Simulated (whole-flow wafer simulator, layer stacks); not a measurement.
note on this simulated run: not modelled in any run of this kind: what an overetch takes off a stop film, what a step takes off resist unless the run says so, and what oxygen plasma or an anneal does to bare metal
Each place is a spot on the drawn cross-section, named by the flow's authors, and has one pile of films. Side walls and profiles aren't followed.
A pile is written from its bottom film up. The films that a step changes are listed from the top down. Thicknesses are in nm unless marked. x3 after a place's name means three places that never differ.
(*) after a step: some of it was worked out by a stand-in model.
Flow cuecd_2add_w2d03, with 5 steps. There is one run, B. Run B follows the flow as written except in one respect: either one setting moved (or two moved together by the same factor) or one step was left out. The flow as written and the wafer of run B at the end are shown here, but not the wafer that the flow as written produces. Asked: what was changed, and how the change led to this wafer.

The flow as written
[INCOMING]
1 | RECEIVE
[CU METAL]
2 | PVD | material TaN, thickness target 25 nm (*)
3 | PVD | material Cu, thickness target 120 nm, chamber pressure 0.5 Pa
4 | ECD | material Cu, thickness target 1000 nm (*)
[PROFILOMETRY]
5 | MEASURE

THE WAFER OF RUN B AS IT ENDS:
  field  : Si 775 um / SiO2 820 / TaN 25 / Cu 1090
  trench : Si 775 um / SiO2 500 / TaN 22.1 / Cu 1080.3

The reason: step 3, PVD: thickness target 90 nm was run, while the flow as written has thickness target 120 nm.

The path from the change to this, step by step:
  3 | PVD | material Cu, thickness target 120 nm, chamber pressure 0.5 Pa
      field: Cu gains 90 (new film) (as written it would have been: Cu gains 120 (new film))
      trench: Cu gains 80.3 (new film) (as written it would have been: Cu gains 107.2 (new film))
